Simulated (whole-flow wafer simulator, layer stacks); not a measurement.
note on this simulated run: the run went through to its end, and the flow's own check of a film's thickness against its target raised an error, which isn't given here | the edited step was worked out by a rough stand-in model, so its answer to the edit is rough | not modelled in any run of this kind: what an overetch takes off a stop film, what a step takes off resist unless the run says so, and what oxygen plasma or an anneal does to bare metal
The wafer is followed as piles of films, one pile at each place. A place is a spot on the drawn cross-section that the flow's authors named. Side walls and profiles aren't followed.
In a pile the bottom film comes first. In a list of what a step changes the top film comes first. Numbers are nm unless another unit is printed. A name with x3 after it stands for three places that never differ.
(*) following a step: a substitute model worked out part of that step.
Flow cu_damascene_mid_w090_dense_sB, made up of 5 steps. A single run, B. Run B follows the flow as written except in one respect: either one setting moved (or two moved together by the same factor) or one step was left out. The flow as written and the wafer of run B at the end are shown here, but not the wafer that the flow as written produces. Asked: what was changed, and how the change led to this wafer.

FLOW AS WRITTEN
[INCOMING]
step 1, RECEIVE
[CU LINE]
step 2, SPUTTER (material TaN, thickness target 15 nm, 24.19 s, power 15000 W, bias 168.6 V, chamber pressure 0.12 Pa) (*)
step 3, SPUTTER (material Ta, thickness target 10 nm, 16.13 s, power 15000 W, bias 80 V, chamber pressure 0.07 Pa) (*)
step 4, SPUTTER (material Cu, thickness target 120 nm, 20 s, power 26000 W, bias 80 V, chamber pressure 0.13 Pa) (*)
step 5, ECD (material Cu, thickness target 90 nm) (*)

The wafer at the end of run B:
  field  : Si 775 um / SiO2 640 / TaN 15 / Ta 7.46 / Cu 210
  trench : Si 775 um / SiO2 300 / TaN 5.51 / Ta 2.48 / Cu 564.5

What caused this: step 3, SPUTTER: power 11190 W was run, whereas the flow has power 15000 W.

The path from the change to this, step by step:
  step 3, SPUTTER (material Ta, thickness target 10 nm, 16.13 s, power 15000 W, bias 80 V, chamber pressure 0.07 Pa) (*)
      field: +7.46 Ta (new film) (it would be, as written: +10 Ta (new film))
      trench: +2.48 Ta (new film) (it would be, as written: +3.55 Ta (new film))
